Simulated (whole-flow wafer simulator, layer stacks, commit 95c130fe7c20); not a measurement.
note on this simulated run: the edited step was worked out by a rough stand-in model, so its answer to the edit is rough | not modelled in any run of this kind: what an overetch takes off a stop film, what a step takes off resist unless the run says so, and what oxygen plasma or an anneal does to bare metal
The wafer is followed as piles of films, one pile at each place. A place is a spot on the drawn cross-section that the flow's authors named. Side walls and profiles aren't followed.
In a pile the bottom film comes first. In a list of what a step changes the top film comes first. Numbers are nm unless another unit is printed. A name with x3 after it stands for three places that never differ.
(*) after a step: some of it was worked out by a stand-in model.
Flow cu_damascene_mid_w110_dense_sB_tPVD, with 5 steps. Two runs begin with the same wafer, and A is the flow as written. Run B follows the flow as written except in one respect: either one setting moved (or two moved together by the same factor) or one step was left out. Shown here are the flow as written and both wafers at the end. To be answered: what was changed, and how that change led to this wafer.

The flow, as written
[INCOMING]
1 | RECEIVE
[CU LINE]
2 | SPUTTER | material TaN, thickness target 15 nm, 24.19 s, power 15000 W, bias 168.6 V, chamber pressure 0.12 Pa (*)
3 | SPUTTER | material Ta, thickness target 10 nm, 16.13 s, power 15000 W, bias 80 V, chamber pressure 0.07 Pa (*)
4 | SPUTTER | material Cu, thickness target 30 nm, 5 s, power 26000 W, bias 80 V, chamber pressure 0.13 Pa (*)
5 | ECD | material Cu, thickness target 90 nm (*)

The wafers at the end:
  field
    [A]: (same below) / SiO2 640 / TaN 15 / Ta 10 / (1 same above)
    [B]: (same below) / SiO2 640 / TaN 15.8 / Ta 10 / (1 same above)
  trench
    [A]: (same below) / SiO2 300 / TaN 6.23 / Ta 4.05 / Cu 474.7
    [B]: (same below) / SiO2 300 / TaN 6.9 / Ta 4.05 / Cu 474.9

The reason: step 2, SPUTTER: bias 137 V was run, while the flow as written has bias 168.6 V.

How this came from the change, step by step:
  2 | SPUTTER | material TaN, thickness target 15 nm, 24.19 s, power 15000 W, bias 168.6 V, chamber pressure 0.12 Pa (*)
      field: A +15 TaN (new film) | B +15.8 TaN (new film)
      trench: A +6.23 TaN (new film) | B +6.9 TaN (new film)
